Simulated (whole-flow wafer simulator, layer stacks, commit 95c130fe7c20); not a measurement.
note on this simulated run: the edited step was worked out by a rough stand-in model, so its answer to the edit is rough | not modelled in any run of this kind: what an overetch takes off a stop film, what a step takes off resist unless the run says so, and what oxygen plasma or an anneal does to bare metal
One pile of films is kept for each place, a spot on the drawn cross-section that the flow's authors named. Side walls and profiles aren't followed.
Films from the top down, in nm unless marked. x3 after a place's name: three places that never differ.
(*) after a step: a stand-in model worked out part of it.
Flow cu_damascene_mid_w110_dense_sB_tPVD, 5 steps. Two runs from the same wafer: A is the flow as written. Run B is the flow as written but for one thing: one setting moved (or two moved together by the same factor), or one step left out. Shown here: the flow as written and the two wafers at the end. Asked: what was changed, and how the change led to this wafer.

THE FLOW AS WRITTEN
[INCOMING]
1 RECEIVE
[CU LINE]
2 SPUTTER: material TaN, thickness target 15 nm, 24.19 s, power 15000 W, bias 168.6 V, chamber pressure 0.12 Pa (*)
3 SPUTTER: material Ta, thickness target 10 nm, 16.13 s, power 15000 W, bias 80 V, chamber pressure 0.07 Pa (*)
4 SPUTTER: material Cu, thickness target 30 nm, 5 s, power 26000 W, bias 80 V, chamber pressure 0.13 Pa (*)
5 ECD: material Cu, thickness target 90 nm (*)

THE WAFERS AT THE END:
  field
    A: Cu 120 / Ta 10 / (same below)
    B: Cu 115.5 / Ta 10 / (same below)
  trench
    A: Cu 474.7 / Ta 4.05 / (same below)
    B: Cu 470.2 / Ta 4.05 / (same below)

The cause: step 4, SPUTTER: 4.25 s was run, where the flow has 5 s.

How the change led to this, step by step:
  4 SPUTTER: material Cu, thickness target 30 nm, 5 s, power 26000 W, bias 80 V, chamber pressure 0.13 Pa (*)
      field: A Cu +30 (new film) | B Cu +25.5 (new film)
      trench: A Cu +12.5 (new film) | B Cu +10.6 (new film)
